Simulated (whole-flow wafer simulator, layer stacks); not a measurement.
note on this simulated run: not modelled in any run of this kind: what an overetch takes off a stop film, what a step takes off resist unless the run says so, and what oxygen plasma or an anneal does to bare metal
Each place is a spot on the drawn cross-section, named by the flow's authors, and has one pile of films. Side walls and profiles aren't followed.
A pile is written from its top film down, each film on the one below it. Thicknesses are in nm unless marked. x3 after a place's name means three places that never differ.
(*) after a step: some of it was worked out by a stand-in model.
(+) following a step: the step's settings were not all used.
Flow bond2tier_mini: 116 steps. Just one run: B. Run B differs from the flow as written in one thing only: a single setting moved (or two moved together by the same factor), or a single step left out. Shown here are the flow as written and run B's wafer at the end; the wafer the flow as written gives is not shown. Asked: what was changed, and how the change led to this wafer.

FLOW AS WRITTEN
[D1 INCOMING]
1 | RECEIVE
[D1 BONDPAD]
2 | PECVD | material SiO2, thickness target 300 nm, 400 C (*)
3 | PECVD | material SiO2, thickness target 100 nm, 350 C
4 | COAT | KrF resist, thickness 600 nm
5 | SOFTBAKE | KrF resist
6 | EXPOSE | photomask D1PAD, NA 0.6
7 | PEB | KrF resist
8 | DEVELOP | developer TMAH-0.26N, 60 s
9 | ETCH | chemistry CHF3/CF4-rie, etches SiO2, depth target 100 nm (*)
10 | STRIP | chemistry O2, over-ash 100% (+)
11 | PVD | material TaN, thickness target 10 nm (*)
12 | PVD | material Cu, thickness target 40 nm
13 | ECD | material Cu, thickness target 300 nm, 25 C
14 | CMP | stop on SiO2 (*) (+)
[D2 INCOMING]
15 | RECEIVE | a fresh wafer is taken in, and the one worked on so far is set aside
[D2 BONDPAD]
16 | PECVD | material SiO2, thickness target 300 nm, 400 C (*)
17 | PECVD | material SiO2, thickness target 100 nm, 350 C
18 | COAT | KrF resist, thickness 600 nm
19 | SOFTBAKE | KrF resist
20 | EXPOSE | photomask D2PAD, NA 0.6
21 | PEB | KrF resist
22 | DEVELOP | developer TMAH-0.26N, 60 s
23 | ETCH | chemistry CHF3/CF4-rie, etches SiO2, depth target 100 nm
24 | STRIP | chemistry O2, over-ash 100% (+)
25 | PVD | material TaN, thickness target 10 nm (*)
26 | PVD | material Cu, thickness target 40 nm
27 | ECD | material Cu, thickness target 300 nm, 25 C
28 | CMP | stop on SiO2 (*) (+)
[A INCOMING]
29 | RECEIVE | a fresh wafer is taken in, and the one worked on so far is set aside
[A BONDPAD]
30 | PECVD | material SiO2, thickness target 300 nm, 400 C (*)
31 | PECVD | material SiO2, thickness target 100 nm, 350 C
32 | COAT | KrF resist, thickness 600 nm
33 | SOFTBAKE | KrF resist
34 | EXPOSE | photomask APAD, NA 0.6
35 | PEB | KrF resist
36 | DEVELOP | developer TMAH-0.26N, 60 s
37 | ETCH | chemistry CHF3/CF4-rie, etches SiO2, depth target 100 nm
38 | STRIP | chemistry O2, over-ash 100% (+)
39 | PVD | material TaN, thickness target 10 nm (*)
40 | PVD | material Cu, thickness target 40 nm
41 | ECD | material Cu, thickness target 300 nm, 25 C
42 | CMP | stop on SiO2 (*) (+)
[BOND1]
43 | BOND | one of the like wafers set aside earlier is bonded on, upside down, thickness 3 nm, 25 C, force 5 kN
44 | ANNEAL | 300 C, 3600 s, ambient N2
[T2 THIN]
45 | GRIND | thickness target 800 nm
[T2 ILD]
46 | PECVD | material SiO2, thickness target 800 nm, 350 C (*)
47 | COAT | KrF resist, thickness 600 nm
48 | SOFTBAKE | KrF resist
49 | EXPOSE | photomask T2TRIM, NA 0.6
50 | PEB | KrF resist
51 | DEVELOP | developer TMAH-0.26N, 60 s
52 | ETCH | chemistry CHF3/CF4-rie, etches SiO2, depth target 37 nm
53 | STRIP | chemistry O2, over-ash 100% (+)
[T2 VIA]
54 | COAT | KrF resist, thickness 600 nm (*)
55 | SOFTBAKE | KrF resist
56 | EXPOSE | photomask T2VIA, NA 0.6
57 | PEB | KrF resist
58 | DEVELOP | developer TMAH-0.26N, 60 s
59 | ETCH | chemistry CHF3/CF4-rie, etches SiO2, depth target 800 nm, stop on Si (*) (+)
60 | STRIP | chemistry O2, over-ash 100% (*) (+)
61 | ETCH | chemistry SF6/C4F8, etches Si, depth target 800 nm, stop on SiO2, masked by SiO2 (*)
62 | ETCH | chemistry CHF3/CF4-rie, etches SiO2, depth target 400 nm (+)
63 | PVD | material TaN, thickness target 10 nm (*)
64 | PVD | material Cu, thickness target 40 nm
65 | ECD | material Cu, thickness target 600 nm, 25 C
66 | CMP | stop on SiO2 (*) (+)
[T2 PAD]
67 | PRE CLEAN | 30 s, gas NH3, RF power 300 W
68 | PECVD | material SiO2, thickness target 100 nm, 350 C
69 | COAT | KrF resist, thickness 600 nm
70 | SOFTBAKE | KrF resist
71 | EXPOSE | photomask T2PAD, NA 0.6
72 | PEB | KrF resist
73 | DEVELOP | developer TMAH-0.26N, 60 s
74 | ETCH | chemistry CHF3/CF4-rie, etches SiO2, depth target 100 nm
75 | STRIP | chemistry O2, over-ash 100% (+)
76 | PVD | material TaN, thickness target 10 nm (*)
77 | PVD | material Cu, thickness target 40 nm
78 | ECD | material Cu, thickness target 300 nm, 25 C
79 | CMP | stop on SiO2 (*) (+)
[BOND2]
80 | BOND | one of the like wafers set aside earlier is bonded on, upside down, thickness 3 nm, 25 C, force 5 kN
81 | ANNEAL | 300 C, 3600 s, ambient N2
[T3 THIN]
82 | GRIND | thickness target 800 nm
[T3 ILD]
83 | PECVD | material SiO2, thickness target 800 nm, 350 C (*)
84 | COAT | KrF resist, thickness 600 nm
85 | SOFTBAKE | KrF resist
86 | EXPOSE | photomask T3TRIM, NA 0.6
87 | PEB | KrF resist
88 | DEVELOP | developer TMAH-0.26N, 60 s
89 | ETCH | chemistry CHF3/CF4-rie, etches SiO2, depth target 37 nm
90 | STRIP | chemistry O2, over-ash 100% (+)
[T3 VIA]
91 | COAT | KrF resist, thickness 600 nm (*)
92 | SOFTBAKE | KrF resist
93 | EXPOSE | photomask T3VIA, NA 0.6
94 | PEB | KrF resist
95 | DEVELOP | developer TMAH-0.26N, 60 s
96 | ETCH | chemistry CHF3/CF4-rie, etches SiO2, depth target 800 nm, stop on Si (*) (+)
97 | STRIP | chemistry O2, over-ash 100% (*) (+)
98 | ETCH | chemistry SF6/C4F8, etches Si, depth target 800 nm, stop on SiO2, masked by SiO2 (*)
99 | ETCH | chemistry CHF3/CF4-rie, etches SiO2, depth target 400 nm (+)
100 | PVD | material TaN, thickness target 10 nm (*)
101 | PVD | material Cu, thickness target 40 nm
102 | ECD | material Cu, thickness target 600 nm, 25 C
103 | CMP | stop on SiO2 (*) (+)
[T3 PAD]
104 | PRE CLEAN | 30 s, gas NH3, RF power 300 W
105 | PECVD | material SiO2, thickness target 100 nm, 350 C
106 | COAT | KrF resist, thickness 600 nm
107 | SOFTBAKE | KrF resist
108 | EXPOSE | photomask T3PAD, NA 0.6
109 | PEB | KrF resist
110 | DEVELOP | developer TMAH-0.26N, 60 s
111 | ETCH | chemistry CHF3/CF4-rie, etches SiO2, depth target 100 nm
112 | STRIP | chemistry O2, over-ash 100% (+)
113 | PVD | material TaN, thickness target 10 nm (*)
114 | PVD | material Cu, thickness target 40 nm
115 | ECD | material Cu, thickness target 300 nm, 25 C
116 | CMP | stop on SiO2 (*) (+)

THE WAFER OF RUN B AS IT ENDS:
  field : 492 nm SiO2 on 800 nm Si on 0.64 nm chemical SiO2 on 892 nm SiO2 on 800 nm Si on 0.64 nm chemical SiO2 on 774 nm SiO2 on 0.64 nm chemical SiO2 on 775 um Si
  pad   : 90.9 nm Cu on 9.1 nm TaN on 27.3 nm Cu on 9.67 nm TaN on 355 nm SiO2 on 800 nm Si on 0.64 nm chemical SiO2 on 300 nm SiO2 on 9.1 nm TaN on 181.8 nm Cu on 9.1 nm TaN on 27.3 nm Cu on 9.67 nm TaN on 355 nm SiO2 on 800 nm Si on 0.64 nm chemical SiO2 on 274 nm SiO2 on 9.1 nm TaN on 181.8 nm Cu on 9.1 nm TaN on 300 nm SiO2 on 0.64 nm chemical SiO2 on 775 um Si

What caused this: step 3, PECVD: thickness target 74 nm was run, while the flow as written has thickness target 100 nm.

Step by step, how the change led to this:
  3 | PECVD | material SiO2, thickness target 100 nm, 350 C
      field, pad, via: SiO2 gains 74 (in the flow as written it would be: SiO2 gains 100)
  43 | BOND | one of the like wafers set aside earlier is bonded on, upside down, thickness 3 nm, 25 C, force 5 kN
      field: Si gains 775 um (new film), chemical SiO2 gains 0.64 (new film), SiO2 gains 374 (in the flow as written it would be: Si gains 775 um (new film), chemical SiO2 gains 0.64 (new film), SiO2 gains 400)
      pad: Si gains 775 um (new film), chemical SiO2 gains 0.64 (new film), SiO2 gains 274 (new film), TaN gains 9.1 (new film), Cu gains 90.9 (in the flow as written it would be: Si gains 775 um (new film), chemical SiO2 gains 0.64 (new film), SiO2 gains 300 (new film), TaN gains 9.1 (new film), Cu gains 90.9)
      (also at 1 further place)
